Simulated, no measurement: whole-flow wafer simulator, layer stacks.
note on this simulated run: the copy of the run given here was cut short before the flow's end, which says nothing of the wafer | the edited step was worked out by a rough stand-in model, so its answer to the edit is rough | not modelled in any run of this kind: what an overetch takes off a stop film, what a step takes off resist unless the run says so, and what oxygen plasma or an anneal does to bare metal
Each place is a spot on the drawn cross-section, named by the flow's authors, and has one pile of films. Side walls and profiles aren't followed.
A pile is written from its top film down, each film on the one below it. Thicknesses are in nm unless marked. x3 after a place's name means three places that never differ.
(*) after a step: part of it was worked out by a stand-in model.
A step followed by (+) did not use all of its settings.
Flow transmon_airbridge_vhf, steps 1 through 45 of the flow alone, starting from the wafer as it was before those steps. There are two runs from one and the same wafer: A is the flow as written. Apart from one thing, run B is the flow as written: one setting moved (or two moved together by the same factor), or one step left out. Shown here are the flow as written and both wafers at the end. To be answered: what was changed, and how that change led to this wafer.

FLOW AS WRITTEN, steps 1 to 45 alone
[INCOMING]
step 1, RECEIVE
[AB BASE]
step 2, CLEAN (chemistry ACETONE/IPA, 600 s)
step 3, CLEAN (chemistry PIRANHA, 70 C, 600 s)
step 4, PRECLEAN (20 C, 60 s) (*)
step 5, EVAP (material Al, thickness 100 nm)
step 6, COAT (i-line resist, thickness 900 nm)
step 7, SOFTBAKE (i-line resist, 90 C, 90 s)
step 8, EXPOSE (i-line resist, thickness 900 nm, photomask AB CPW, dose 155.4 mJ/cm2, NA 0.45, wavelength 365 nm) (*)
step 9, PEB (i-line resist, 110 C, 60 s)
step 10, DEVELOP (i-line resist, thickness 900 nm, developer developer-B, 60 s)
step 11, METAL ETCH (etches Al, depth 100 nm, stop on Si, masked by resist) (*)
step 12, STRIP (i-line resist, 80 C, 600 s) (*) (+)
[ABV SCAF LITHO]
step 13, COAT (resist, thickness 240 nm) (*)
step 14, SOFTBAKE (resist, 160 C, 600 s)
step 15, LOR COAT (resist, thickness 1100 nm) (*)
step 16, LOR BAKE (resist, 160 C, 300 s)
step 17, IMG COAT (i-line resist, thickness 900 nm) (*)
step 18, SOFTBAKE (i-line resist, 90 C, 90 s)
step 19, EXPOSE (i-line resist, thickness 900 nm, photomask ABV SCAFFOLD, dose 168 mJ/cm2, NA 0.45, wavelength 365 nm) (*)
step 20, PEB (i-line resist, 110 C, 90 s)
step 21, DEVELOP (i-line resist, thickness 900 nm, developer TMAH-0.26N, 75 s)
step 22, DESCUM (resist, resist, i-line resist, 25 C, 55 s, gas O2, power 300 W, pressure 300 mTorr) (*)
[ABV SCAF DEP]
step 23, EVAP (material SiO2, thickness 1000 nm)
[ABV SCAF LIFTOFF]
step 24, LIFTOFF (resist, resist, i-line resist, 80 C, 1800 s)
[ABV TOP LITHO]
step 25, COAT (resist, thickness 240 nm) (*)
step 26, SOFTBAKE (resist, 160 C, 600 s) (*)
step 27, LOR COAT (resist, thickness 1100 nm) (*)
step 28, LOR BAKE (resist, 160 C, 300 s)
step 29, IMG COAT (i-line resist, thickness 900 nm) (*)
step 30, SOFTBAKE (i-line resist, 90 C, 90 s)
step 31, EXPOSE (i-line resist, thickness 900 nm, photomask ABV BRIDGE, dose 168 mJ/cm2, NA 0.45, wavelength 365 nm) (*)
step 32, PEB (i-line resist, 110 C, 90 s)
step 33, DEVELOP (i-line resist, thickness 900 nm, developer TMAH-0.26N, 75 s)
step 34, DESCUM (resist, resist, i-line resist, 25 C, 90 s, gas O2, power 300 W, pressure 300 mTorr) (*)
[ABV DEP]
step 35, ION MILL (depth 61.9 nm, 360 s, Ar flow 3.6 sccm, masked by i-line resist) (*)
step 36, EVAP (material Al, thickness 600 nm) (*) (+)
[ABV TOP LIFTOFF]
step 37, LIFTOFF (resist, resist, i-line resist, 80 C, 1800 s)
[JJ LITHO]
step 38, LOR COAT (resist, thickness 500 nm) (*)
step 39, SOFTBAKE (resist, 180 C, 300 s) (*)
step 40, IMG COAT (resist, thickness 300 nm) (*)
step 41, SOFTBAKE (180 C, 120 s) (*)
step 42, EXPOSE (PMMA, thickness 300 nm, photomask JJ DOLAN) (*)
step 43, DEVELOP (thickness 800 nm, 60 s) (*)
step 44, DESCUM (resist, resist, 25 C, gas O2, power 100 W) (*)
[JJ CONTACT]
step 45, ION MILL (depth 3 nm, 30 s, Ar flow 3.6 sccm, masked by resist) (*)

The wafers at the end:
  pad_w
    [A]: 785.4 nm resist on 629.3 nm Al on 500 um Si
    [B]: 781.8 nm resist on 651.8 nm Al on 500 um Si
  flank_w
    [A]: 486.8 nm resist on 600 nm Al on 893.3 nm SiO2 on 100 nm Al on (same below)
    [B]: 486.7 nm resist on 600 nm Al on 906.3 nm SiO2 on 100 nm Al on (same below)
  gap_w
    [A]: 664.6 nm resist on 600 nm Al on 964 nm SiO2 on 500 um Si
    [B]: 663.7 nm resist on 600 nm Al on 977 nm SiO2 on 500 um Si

What caused this: step 35, ION MILL: depth 39.6 nm was run, while the flow as written has depth 61.9 nm; step 35, ION MILL: 230 s was run, where the flow has 360 s.

The path from the change to this, step by step:
  step 35, ION MILL (depth 61.9 nm, 360 s, Ar flow 3.6 sccm, masked by i-line resist) (*)
      field x3, jj_line, ground_far, trace_open_s x2, margin_s, margin_n: A -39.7 i-line resist | B -25.4 i-line resist
      flank_w, gap_w, cpw_trace, gap_e, flank_e, bridge_strip: A -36 SiO2 | B -23 SiO2
      (as well as at 2 more places)
  step 37, LIFTOFF (resist, resist, i-line resist, 80 C, 1800 s)
      field x3, jj_line, trace_open_s x2: A -600 Al (all of it), -600 i-line resist (all of it), -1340 resist (all of it) | B -600 Al (all of it), -614.3 i-line resist (all of it), -1340 resist (all of it)
      margin_s, margin_n: A -600 Al (all of it), -318.3 i-line resist (all of it), -992 resist (all of it) | B -600 Al (all of it), -332.6 i-line resist (all of it), -992 resist (all of it)
